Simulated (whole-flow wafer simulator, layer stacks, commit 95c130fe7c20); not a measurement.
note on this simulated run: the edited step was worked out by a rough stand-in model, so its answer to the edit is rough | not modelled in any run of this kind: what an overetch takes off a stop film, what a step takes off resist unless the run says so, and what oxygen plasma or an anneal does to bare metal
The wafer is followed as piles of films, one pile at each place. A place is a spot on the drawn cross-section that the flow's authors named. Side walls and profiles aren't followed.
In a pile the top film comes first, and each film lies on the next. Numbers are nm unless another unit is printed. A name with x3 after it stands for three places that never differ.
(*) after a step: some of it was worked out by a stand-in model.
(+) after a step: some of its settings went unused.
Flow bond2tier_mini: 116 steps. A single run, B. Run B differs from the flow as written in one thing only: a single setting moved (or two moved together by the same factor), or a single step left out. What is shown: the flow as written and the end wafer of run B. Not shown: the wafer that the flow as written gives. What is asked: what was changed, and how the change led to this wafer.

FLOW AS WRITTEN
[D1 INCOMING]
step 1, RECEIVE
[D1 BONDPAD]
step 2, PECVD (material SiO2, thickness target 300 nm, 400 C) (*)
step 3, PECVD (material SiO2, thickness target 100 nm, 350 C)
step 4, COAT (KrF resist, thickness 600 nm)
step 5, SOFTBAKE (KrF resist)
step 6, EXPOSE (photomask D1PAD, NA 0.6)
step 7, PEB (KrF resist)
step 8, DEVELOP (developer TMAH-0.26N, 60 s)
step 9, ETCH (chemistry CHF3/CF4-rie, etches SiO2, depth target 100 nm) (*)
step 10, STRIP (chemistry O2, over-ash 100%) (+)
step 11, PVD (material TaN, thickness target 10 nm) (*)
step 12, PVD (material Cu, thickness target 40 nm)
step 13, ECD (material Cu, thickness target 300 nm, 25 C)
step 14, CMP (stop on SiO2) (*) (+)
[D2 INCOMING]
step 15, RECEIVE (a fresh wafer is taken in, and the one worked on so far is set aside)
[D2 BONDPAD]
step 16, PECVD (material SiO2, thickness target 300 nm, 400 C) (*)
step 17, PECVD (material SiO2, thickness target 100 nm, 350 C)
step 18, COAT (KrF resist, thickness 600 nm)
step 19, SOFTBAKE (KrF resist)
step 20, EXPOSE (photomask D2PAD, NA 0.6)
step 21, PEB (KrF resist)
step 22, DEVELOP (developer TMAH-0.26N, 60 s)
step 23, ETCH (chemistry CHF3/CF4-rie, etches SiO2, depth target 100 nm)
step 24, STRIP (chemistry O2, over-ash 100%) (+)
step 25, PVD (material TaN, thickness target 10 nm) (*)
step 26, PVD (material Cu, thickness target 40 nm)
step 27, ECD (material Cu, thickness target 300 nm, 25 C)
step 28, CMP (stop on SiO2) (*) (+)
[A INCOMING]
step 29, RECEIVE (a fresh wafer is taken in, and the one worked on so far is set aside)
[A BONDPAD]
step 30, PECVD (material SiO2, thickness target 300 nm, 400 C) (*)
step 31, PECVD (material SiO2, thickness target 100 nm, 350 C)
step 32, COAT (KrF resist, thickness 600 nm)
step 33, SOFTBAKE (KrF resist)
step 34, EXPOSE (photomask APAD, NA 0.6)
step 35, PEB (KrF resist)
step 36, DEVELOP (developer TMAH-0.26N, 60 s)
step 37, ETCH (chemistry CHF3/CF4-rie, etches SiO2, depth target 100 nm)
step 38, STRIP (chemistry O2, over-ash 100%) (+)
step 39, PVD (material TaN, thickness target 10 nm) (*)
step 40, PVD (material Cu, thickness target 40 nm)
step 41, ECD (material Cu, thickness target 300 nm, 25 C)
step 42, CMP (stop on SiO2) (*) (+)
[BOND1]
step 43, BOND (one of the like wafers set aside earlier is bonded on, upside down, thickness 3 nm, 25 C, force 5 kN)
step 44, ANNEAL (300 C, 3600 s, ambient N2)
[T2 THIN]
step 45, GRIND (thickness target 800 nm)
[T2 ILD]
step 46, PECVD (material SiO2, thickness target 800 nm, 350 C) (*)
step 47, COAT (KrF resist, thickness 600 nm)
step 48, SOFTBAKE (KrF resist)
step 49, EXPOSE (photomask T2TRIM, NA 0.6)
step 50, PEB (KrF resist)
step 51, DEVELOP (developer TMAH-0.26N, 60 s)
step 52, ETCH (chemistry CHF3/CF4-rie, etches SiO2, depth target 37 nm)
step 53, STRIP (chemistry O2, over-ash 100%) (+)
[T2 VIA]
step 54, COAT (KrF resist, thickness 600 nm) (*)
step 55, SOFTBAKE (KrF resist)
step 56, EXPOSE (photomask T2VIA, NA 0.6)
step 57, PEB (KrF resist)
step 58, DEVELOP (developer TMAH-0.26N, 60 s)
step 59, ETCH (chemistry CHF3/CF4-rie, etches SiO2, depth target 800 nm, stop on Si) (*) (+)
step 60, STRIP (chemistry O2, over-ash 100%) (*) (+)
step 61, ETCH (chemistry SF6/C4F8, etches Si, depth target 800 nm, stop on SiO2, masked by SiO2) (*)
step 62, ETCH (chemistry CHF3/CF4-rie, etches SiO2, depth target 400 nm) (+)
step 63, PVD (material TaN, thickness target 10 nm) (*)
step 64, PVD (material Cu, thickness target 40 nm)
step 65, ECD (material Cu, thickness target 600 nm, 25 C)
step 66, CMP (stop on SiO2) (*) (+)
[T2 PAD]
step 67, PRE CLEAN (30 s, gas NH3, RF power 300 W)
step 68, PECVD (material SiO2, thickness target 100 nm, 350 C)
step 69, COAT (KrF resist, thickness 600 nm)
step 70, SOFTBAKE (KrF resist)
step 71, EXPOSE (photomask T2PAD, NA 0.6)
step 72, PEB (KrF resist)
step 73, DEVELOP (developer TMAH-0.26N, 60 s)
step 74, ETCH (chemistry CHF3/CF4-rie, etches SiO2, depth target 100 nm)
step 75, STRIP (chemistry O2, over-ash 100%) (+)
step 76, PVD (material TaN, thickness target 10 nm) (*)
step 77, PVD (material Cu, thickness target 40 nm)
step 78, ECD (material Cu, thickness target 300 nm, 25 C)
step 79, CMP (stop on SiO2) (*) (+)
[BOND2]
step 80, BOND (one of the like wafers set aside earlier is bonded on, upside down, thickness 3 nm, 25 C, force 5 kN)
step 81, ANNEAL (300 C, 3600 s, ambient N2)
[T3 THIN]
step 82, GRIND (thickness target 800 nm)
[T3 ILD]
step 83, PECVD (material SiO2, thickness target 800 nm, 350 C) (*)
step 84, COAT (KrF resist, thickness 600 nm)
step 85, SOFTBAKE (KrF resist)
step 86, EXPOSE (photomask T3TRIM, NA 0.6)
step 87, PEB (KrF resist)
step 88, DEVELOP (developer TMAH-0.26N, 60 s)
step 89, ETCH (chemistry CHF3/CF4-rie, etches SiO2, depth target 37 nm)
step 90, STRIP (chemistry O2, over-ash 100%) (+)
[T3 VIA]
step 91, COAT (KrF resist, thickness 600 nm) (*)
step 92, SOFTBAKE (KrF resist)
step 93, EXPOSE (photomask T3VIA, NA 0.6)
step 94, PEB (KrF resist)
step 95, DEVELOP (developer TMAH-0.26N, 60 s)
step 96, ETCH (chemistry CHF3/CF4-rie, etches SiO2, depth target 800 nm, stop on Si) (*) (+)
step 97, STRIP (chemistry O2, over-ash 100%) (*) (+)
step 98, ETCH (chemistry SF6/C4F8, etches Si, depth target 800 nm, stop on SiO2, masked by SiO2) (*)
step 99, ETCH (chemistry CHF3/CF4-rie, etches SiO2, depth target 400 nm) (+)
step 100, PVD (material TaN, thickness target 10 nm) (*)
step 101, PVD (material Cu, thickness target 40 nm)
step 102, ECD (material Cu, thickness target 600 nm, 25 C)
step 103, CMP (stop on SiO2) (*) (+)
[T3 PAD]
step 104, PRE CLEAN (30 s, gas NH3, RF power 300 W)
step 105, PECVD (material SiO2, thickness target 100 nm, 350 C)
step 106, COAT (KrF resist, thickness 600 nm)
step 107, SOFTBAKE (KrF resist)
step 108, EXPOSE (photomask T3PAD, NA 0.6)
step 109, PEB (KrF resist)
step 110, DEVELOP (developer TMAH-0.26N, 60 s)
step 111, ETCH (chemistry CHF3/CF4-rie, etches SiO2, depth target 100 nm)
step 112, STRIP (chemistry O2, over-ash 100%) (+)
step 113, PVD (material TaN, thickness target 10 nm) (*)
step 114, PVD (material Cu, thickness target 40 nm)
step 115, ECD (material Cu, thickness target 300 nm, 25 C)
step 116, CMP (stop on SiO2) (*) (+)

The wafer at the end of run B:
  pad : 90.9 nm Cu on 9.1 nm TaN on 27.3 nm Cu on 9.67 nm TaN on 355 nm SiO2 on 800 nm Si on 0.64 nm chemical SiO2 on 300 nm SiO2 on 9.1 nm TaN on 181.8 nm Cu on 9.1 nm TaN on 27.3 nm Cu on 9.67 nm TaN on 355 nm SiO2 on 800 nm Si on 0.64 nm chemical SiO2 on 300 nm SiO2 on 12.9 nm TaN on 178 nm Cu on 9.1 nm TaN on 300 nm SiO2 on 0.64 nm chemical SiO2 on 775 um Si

The reason: step 11, PVD: thickness target 14.2 nm was run, though the flow has thickness target 10 nm.

Step by step, how the change led to this:
  step 11, PVD (material TaN, thickness target 10 nm) (*)
      field: +14.2 TaN (new film) (in the flow as written it would be: +10 TaN (new film))
      pad: +12.9 TaN (new film) (in the flow as written it would be: +9.1 TaN (new film))
      (and at 1 other place as well)
  step 14, CMP (stop on SiO2) (*) (+)
      field: -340 Cu (all of it), -14.2 TaN (all of it) (in the flow as written it would be: -340 Cu (all of it), -10 TaN (all of it))
  step 43, BOND (one of the like wafers set aside earlier is bonded on, upside down, thickness 3 nm, 25 C, force 5 kN)
      pad: +775 um Si (new film), +0.64 chemical SiO2 (new film), +300 SiO2 (new film), +12.9 TaN (new film), +87.1 Cu (in the flow as written it would be: +775 um Si (new film), +0.64 chemical SiO2 (new film), +300 SiO2 (new film), +9.1 TaN (new film), +90.9 Cu)
      via: +775 um Si (new film), +0.64 chemical SiO2 (new film), +300 SiO2 (new film), +14.2 TaN (new film), +85.8 Cu (in the flow as written it would be: +775 um Si (new film), +0.64 chemical SiO2 (new film), +300 SiO2 (new film), +9.97 TaN (new film), +90 Cu)
